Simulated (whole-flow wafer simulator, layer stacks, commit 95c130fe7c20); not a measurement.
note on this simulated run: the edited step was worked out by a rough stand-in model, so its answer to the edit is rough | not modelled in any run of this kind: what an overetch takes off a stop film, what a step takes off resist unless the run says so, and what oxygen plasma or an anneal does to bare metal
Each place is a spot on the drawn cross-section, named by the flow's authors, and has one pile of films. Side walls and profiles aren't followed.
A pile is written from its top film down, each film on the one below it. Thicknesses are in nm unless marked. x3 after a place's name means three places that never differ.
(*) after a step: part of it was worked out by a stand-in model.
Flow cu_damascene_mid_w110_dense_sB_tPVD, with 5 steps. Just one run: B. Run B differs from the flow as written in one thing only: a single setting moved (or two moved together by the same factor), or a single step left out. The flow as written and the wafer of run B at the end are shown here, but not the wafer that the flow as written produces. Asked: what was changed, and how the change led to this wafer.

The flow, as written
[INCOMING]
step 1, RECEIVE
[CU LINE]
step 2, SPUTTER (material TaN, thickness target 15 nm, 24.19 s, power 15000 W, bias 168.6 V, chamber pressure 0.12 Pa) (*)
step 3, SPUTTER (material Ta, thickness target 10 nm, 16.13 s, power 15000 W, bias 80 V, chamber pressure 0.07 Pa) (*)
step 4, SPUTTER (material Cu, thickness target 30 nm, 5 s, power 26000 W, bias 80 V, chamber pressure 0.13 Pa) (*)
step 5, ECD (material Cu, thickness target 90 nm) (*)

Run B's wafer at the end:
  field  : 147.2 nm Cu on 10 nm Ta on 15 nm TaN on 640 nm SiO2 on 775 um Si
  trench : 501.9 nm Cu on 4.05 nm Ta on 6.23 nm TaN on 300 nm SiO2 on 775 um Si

Cause: step 5, ECD: thickness target 117.2 nm was run, while the flow as written has thickness target 90 nm.

How this came from the change, step by step:
  step 5, ECD (material Cu, thickness target 90 nm) (*)
      field: +117.2 Cu (in the flow as written it would be: +90 Cu)
      trench: +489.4 Cu (in the flow as written it would be: +462.2 Cu)
